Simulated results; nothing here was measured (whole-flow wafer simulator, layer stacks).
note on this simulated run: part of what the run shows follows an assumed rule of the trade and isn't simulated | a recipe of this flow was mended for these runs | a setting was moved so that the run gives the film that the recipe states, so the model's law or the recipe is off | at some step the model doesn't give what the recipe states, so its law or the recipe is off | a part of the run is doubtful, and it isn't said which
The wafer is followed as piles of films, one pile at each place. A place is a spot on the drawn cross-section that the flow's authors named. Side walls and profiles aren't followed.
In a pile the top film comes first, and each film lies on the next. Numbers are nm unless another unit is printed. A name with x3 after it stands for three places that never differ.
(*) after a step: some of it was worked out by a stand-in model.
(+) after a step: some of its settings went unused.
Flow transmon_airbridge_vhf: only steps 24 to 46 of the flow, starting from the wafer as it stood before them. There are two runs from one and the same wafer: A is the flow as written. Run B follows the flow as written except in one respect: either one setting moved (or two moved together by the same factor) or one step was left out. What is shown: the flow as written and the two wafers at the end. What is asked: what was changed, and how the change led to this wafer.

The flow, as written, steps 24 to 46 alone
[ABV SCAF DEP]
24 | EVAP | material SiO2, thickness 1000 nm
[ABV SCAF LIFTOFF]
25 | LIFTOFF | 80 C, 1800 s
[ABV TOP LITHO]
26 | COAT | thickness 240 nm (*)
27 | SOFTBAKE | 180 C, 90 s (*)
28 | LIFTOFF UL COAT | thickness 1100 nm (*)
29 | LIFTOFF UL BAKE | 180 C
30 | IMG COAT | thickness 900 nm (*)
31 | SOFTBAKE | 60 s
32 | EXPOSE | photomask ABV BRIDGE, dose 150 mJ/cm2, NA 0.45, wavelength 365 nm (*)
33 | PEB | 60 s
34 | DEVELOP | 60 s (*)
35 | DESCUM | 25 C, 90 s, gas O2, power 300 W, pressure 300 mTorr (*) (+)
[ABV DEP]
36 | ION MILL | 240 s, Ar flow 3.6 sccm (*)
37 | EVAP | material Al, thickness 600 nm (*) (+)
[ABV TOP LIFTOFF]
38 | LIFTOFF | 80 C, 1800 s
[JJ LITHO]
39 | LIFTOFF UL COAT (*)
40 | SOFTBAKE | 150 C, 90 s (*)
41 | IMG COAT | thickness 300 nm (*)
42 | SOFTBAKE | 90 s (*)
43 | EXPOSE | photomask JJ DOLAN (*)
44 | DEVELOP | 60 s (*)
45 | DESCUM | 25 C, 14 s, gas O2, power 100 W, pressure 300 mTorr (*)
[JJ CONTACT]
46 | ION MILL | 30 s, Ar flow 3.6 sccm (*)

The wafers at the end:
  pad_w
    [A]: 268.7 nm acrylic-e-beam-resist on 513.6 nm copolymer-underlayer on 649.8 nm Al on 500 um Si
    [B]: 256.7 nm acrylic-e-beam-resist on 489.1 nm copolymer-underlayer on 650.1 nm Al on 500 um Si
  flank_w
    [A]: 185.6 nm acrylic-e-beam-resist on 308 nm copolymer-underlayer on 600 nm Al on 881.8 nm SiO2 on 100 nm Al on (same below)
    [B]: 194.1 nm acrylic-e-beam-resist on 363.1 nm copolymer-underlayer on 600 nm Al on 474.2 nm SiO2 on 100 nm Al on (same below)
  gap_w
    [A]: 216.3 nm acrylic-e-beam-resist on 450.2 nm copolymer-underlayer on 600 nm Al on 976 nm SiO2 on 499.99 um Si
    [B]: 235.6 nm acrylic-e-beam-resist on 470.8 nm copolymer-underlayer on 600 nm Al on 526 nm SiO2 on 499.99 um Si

The reason: step 24, EVAP: thickness 550 nm was run, whereas the flow has thickness 1000 nm.

Step by step, how the change led to this:
  24 | EVAP | material SiO2, thickness 1000 nm
      field x3, jj_line, ground_far and 10 more: A SiO2 gains 1000 (new film) | B SiO2 gains 550 (new film)
      flank_w, flank_e: A SiO2 gains 905.8 (new film) | B SiO2 gains 498.2 (new film)
  25 | LIFTOFF | 80 C, 1800 s
      field x3, jj_line, trace_open_s x2: A SiO2 loses 1000 (all of it), i-line-resist loses 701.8 (all of it), lift-off-underlayer loses 1100 (all of it), acrylic-e-beam-resist loses 240 (all of it) | B SiO2 loses 550 (all of it), i-line-resist loses 701.8 (all of it), lift-off-underlayer loses 1100 (all of it), acrylic-e-beam-resist loses 240 (all of it)
      pad_w, pad_e: A SiO2 loses 1000 (all of it), i-line-resist loses 696.3 (all of it), lift-off-underlayer loses 1089.9 (all of it), acrylic-e-beam-resist loses 239.3 (all of it) | B SiO2 loses 550 (all of it), i-line-resist loses 696.3 (all of it), lift-off-underlayer loses 1089.9 (all of it), acrylic-e-beam-resist loses 239.3 (all of it)
      (as well as at 1 more place)
  26 | COAT | thickness 240 nm (*)
      flank_w, flank_e: A acrylic-e-beam-resist gains 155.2 (new film) | B acrylic-e-beam-resist gains 169.9 (new film)
      gap_w, gap_e: A acrylic-e-beam-resist gains 211.2 (new film) | B acrylic-e-beam-resist gains 230.5 (new film)
      (as well as at 6 more places)
  28 | LIFTOFF UL COAT | thickness 1100 nm (*)
      gap_w, gap_e: A lift-off-underlayer gains 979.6 (new film) | B lift-off-underlayer gains 1044.1 (new film)
      margin_s, margin_n: A lift-off-underlayer gains 823.4 (new film) | B lift-off-underlayer gains 937.6 (new film)
      (as well as at 6 more places)
  30 | IMG COAT | thickness 900 nm (*)
      gap_w, gap_e: A i-line-resist gains 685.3 (new film) | B i-line-resist gains 795.3 (new film)
      margin_s, margin_n: A i-line-resist gains 603.2 (new film) | B i-line-resist gains 744.4 (new film)
      (as well as at 7 more places)
  33 | PEB | 60 s
      flank_w, flank_e: A i-line-resist loses 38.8 | B i-line-resist loses 43
      gap_w, gap_e: A i-line-resist loses 35 | B i-line-resist loses 40.9
      (as well as at 7 more places)
  34 | DEVELOP | 60 s (*)
      gap_w, gap_e: A i-line-resist loses 650.2 (all of it), lift-off-underlayer loses 979.6 (all of it) | B i-line-resist loses 754.4 (all of it), lift-off-underlayer loses 1044.1 (all of it)
      pad_w: A i-line-resist loses 937.3 (all of it), lift-off-underlayer loses 1246.2 (all of it) | B i-line-resist loses 897.6 (all of it), lift-off-underlayer loses 1175.3 (all of it)
      (as well as at 5 more places)
  35 | DESCUM | 25 C, 90 s, gas O2, power 300 W, pressure 300 mTorr (*) (+)
      field x3, jj_line, ground_far, trace_open_s x2, margin_s, margin_n: A i-line-resist loses 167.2 | B i-line-resist loses 157.5
      flank_w, flank_e: A acrylic-e-beam-resist loses 155.2 (all of it) | B acrylic-e-beam-resist loses 169.9 (all of it)
      (as well as at 6 more places)
  38 | LIFTOFF | 80 C, 1800 s
      margin_s, margin_n: A Al loses 600 (all of it), i-line-resist loses 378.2 (all of it), lift-off-underlayer loses 823.4 (all of it), acrylic-e-beam-resist loses 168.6 (all of it) | B Al loses 600 (all of it), i-line-resist loses 521.8 (all of it), lift-off-underlayer loses 937.6 (all of it), acrylic-e-beam-resist loses 194.5 (all of it)
      ground_far: A Al loses 600 (all of it), i-line-resist loses 776.6 (all of it), lift-off-underlayer loses 1134.8 (all of it), acrylic-e-beam-resist loses 250.1 (all of it) | B Al loses 600 (all of it), i-line-resist loses 730.4 (all of it), lift-off-underlayer loses 1121.5 (all of it), acrylic-e-beam-resist loses 246.3 (all of it)
  39 | LIFTOFF UL COAT (*)
      pad_w, pad_e: A copolymer-underlayer gains 513.6 (new film) | B copolymer-underlayer gains 489.1 (new film)
      flank_w, flank_e: A copolymer-underlayer gains 308 (new film) | B copolymer-underlayer gains 363.1 (new film)
      (as well as at 6 more places)
  41 | IMG COAT | thickness 300 nm (*)
      pad_w, pad_e: A acrylic-e-beam-resist gains 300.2 (new film) | B acrylic-e-beam-resist gains 288.2 (new film)
      flank_w, flank_e: A acrylic-e-beam-resist gains 217.1 (new film) | B acrylic-e-beam-resist gains 225.6 (new film)
      (as well as at 6 more places)
